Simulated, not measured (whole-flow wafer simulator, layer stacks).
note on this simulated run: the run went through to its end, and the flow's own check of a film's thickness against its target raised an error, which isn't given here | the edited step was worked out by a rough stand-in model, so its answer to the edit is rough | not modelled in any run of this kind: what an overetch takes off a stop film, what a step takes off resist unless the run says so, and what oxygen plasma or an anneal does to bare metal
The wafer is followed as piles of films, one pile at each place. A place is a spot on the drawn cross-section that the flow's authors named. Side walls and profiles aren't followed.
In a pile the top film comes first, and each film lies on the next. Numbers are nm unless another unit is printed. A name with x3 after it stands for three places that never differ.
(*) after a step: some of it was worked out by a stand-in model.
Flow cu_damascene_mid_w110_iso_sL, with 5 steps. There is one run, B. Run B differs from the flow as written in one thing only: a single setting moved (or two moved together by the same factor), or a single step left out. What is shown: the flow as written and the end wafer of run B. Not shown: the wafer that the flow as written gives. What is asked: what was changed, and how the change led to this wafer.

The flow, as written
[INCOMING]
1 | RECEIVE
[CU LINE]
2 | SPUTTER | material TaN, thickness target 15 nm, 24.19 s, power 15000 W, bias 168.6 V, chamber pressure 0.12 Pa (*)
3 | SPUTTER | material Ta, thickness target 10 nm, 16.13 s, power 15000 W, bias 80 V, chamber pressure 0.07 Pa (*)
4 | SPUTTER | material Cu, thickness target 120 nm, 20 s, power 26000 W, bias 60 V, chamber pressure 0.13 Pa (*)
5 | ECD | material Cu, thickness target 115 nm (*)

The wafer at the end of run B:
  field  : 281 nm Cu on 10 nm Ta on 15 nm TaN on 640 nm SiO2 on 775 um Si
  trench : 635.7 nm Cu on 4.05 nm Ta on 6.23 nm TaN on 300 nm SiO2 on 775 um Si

What caused this: step 5, ECD: thickness target 161 nm was run, whereas the flow has thickness target 115 nm.

Step by step, how the change led to this:
  5 | ECD | material Cu, thickness target 115 nm (*)
      field: +161 Cu (as written it would have been: +115 Cu)
      trench: +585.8 Cu (as written it would have been: +539.8 Cu)
